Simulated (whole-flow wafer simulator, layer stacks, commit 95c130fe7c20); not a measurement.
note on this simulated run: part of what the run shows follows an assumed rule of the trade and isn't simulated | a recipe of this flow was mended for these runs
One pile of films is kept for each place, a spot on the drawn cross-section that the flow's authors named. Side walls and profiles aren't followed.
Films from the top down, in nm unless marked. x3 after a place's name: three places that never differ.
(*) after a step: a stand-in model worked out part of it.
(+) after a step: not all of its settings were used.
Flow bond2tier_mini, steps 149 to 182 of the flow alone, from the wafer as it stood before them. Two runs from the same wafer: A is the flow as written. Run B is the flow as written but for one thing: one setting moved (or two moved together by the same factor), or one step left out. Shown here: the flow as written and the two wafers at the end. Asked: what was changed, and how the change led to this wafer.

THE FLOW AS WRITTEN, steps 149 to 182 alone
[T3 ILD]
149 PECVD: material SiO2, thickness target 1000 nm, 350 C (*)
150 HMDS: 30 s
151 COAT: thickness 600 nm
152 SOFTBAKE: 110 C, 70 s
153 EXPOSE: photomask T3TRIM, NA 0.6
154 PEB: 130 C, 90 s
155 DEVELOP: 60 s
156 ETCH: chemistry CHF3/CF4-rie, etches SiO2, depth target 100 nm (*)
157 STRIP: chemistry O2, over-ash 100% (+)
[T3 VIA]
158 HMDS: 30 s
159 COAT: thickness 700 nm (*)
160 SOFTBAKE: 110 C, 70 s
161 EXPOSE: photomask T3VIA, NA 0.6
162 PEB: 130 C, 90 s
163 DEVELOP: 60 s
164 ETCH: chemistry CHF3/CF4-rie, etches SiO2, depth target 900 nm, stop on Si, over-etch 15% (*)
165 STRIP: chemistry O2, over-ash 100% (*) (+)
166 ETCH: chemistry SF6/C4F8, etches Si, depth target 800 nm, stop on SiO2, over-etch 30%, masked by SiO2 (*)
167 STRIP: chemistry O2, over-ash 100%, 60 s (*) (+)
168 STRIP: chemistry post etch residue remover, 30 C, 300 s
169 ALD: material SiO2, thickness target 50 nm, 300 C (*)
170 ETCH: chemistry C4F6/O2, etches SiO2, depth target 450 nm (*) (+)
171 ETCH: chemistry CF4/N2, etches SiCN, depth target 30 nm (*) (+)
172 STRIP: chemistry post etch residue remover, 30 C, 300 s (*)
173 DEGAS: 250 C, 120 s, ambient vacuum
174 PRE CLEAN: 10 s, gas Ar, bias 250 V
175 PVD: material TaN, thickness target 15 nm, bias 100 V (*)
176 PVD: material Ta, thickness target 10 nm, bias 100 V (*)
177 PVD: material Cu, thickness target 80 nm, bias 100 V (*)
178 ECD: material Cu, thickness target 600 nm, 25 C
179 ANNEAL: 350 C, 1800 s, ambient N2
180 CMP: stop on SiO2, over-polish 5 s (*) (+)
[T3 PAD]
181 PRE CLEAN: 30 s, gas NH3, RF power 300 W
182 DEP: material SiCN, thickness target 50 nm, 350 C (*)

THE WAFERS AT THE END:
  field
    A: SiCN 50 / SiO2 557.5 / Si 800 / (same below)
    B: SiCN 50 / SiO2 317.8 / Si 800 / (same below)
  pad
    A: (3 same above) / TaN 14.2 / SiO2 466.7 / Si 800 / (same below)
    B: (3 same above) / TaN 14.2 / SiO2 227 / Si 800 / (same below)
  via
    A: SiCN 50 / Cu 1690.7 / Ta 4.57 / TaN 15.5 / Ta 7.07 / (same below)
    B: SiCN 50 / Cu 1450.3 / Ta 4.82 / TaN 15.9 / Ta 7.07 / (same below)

The cause: step 149, PECVD: thickness target 760 nm was run, where the flow has thickness target 1000 nm.

How the change led to this, step by step:
  149 PECVD: material SiO2, thickness target 1000 nm, 350 C (*)
      field, pad, via: A SiO2 +1000 (new film) | B SiO2 +760 (new film)
  164 ETCH: chemistry CHF3/CF4-rie, etches SiO2, depth target 900 nm, stop on Si, over-etch 15% (*)
      field, pad: A thick-KrF-resist -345 | B thick-KrF-resist -253
      via: A SiO2 -900 (all of it), Si -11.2 | B SiO2 -660 (all of it), Si -31.2
  165 STRIP: chemistry O2, over-ash 100% (*) (+)
      field: A thick-KrF-resist -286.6 (all of it) | B thick-KrF-resist -378.6 (all of it)
      pad: A thick-KrF-resist -372.9 (all of it) | B thick-KrF-resist -464.9 (all of it)
  166 ETCH: chemistry SF6/C4F8, etches Si, depth target 800 nm, stop on SiO2, over-etch 30%, masked by SiO2 (*)
      via: A Si -788.8 (all of it), chemical SiO2 -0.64 (all of it), SiO2 -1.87 | B Si -768.8 (all of it), chemical SiO2 -0.64 (all of it), SiO2 -2.07
  177 PVD: material Cu, thickness target 80 nm, bias 100 V (*)
      via: A Cu +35 (new film) | B Cu +37.1 (new film)
  178 ECD: material Cu, thickness target 600 nm, 25 C
      via: A Cu +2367 | B Cu +2124.6
